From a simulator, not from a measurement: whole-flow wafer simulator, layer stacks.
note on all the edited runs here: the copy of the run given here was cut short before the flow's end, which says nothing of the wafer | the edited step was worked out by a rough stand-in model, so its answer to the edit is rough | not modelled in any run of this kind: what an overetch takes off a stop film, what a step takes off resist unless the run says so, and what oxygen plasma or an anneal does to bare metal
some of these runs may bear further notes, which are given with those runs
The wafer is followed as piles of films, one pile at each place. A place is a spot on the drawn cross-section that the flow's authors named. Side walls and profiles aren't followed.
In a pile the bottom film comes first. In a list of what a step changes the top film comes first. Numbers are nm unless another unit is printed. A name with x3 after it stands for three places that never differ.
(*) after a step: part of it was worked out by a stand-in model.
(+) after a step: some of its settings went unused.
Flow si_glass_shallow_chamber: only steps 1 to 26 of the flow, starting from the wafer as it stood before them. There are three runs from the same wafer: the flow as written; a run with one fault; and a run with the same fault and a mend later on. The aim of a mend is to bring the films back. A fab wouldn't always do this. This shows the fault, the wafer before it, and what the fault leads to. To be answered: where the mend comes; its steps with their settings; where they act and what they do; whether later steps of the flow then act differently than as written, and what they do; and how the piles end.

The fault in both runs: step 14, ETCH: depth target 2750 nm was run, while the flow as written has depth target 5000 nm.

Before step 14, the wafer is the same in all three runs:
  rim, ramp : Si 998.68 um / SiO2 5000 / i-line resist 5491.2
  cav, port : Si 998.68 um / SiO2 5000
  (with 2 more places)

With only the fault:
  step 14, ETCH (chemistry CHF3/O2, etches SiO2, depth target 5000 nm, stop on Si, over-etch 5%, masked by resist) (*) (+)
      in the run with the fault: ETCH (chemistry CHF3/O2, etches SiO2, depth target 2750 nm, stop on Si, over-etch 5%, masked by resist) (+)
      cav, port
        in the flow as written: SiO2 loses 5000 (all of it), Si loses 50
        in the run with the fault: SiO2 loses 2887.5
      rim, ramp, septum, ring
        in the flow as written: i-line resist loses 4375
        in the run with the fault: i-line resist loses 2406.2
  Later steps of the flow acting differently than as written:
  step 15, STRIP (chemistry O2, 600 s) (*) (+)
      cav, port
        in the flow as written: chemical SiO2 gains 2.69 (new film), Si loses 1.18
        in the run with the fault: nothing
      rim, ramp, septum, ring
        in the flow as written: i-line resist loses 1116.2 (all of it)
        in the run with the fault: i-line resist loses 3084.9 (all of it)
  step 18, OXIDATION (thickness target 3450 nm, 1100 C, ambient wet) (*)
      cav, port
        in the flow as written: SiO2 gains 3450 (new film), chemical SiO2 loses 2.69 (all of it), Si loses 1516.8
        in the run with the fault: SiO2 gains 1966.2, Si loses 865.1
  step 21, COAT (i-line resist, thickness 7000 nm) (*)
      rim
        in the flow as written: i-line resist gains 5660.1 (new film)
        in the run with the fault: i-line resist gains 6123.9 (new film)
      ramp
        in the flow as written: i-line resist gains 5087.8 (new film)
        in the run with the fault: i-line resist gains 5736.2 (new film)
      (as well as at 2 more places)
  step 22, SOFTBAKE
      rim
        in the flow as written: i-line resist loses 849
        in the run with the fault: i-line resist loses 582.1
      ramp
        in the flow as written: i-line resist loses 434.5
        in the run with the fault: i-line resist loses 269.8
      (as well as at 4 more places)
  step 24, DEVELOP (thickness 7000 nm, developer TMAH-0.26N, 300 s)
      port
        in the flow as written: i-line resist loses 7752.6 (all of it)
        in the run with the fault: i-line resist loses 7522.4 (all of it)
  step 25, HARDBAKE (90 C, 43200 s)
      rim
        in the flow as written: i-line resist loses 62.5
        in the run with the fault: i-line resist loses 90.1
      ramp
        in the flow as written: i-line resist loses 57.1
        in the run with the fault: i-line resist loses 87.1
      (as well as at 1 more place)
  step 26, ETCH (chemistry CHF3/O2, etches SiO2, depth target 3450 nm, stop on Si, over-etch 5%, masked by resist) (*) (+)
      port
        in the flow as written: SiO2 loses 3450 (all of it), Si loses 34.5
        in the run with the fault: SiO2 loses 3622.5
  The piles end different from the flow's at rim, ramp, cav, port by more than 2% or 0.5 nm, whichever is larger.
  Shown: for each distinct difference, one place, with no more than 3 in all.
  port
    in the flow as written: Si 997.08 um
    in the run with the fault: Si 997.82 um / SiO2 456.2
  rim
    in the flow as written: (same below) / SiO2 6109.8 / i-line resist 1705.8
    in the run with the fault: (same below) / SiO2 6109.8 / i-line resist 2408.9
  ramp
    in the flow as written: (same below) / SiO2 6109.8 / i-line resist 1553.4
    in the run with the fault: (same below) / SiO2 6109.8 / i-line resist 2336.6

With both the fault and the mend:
  The mend stands after step 14.
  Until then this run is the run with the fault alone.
  step 14a, ETCH (chemistry CHF3/O2, etches SiO2, depth target 2250 nm, stop on Si, over-etch 5%, masked by resist) (*) (the flow's step 14 again, with other settings)
      rim, ramp, septum, ring
        i-line resist loses 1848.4
      cav, port
        SiO2 loses 2112.5 (all of it), Si loses 50
  Later steps of the flow acting differently than as written:
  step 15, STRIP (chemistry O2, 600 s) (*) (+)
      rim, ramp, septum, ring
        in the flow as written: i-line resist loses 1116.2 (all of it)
        in the run with the mend: i-line resist loses 1236.5 (all of it)
  By the end, the piles equal the flow's at every place that both follow.
